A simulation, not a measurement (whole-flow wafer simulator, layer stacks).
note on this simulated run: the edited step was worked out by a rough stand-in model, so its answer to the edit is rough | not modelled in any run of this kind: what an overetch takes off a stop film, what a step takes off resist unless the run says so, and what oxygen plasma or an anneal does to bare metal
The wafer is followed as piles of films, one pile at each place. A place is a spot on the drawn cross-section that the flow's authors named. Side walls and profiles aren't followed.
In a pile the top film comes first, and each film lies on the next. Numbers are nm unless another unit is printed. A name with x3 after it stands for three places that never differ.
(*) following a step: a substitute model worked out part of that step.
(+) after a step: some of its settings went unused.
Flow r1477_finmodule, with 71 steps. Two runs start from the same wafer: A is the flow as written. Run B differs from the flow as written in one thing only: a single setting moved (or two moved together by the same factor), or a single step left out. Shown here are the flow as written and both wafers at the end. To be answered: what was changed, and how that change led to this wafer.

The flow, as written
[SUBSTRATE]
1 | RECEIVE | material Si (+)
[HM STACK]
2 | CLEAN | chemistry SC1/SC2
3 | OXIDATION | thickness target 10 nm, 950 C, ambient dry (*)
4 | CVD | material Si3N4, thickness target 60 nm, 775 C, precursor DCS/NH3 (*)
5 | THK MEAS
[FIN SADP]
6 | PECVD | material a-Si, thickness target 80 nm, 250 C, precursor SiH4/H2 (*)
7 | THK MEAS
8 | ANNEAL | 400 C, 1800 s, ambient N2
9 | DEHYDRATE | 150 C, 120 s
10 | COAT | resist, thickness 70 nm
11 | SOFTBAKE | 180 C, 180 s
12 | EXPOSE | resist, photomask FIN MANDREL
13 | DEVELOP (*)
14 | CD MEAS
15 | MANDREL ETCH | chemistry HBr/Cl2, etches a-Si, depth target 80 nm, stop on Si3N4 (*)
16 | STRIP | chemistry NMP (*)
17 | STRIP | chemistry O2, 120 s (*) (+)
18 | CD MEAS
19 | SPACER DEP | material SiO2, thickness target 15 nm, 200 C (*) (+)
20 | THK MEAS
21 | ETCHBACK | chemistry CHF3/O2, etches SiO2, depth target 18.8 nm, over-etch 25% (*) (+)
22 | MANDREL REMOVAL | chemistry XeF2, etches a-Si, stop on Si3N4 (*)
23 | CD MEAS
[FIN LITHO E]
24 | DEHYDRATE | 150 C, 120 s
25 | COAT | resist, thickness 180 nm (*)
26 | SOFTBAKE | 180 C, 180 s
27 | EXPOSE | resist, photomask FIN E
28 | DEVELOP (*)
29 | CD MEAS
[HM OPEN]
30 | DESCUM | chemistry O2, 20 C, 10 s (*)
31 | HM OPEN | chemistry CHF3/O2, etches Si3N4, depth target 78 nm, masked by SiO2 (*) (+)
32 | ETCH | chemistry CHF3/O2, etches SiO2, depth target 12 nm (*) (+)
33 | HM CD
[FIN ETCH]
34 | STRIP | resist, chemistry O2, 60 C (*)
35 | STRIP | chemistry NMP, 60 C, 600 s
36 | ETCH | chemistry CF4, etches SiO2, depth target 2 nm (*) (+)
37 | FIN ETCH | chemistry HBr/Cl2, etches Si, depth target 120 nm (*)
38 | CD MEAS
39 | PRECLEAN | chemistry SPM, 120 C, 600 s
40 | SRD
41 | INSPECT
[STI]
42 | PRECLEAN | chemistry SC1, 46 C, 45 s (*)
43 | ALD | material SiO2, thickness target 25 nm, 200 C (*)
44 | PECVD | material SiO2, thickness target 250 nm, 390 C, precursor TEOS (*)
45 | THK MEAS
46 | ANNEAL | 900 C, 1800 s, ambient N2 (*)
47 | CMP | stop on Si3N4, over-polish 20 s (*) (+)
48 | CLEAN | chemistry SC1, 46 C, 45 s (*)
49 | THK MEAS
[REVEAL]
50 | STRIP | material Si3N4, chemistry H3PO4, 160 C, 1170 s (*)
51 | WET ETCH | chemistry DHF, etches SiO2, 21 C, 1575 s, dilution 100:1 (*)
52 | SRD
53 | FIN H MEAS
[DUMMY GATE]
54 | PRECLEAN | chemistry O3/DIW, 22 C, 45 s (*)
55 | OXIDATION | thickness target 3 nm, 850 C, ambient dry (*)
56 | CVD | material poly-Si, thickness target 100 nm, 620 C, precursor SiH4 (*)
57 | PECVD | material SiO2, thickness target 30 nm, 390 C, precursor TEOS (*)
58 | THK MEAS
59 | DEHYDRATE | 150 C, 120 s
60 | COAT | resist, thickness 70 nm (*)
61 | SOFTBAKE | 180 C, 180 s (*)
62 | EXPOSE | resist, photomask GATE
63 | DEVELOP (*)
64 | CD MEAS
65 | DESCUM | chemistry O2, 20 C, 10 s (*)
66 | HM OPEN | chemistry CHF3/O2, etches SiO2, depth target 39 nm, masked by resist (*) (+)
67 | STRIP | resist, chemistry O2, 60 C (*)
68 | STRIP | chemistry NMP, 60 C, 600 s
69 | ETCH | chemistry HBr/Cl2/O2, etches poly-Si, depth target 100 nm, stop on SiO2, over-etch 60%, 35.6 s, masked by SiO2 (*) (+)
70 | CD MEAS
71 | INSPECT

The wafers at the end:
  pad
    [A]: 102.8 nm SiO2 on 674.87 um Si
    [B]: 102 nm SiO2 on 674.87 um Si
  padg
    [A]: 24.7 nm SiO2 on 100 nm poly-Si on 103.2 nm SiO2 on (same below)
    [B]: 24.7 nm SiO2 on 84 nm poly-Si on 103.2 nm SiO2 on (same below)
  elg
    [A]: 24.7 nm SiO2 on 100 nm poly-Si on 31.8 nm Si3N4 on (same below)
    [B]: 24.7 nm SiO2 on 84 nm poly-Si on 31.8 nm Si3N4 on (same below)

The reason: step 56, CVD: thickness target 84 nm was run, whereas the flow has thickness target 100 nm.
The wafer itself shows it: padg has poly-Si 84, and step 56 as written asks for 100 nm.

Step by step, how the change led to this:
  56 | CVD | material poly-Si, thickness target 100 nm, 620 C, precursor SiH4 (*)
      pad, padg, elg and 26 more: A poly-Si gains 100 (new film) | B poly-Si gains 84 (new film)
      s40cg, s40co: A poly-Si gains 113.9 (new film) | B poly-Si gains 97.5 (new film)
      (also at 5 further places)
  69 | ETCH | chemistry HBr/Cl2/O2, etches poly-Si, depth target 100 nm, stop on SiO2, over-etch 60%, 35.6 s, masked by SiO2 (*) (+)
      pad, eso, e40so and 8 more: A chemical SiO2 loses 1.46 (all of it), poly-Si loses 97.6 (all of it), SiO2 loses 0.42 | B chemical SiO2 loses 1.46 (all of it), poly-Si loses 81.6 (all of it), SiO2 loses 1.22
      elo, e40lo, e100lo, e200lo: A chemical SiO2 loses 1.46 (all of it), poly-Si loses 97.6 (all of it), Si3N4 loses 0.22 | B chemical SiO2 loses 1.46 (all of it), poly-Si loses 81.6 (all of it), Si3N4 loses 1.68
      (also at 3 further places)
